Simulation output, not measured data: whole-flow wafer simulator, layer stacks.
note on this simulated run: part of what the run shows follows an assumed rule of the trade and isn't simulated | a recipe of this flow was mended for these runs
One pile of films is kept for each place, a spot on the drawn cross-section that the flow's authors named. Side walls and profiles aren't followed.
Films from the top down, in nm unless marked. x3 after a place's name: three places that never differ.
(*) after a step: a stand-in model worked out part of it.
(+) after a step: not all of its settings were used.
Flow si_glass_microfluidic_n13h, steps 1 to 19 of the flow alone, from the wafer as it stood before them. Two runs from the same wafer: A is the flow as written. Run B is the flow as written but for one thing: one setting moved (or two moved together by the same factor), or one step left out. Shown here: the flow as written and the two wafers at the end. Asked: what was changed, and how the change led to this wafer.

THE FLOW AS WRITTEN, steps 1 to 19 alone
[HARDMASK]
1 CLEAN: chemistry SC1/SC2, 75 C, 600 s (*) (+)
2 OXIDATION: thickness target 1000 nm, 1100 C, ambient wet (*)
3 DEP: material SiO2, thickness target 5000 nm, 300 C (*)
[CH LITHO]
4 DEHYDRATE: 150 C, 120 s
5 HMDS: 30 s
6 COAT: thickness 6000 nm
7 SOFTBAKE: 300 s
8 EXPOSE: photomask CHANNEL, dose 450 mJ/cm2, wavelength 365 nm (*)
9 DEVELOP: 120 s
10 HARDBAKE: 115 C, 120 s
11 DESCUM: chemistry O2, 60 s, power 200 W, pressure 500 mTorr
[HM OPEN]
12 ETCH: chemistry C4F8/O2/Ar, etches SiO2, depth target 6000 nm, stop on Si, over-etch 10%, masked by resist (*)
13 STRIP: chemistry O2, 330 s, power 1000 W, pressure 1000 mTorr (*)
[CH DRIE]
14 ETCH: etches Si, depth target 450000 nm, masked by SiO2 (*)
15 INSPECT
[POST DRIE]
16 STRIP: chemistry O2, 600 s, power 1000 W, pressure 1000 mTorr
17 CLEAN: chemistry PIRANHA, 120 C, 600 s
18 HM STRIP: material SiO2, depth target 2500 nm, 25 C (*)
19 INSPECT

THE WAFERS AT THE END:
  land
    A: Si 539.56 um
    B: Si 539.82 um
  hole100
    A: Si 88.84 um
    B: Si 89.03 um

The cause: step 2, OXIDATION: 935 C was run, where the flow has 1100 C.

How the change led to this, step by step:
  2 OXIDATION: thickness target 1000 nm, 1100 C, ambient wet (*)
      land, hole100: A SiO2 +1000 (new film), chemical SiO2 -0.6 (all of it), Si -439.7 | B SiO2 +390 (new film), chemical SiO2 -0.6 (all of it), Si -171.3
  12 ETCH: chemistry C4F8/O2/Ar, etches SiO2, depth target 6000 nm, stop on Si, over-etch 10%, masked by resist (*)
      land: A thick-i-line-resist -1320 | B thick-i-line-resist -1185.8
      hole100: A SiO2 -6000 (all of it), Si -75 | B SiO2 -5390 (all of it), Si -151.2
  13 STRIP: chemistry O2, 330 s, power 1000 W, pressure 1000 mTorr (*)
      land: A thick-i-line-resist -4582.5 (all of it) | B thick-i-line-resist -4716.7 (all of it)
  18 HM STRIP: material SiO2, depth target 2500 nm, 25 C (*)
      land: A SiO2 -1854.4 (all of it) | B SiO2 -1245.9 (all of it)
